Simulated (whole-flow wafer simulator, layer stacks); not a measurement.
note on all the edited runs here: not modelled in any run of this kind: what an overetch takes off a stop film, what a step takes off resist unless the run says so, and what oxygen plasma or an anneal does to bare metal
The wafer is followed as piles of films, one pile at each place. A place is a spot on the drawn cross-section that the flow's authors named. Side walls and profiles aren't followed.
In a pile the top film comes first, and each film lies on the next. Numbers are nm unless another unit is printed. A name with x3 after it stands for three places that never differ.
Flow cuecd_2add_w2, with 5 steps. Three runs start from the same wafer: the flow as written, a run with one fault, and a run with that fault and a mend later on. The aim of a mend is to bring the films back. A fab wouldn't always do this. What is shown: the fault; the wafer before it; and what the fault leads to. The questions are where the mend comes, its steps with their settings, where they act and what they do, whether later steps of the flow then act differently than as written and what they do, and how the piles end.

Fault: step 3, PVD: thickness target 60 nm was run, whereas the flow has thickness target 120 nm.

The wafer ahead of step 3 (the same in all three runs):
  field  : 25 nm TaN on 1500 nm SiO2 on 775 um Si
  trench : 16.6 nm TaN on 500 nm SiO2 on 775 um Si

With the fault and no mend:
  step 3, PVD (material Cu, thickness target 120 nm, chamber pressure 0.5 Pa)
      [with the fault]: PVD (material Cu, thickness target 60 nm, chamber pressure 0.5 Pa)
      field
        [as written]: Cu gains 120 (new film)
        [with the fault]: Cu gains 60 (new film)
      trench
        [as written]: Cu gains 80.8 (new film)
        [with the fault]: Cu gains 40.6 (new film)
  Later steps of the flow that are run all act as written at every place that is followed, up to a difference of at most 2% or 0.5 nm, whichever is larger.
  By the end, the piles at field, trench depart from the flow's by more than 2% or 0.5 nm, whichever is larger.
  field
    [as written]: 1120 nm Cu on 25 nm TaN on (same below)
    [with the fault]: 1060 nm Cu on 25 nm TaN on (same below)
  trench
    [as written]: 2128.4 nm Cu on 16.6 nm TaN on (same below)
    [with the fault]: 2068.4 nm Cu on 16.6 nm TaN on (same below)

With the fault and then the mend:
  The mend follows step 3.
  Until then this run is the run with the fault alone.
  step 3a, PVD (material Cu, thickness target 60 nm, chamber pressure 0.5 Pa) (the flow's step 3 again, with other settings)
      field
        Cu gains 60
      trench
        Cu gains 39.8
  Later steps of the flow that are run all act as written at every place that is followed, up to a difference of at most 2% or 0.5 nm, whichever is larger.
  By the end, the piles equal the flow's at every place that both follow.
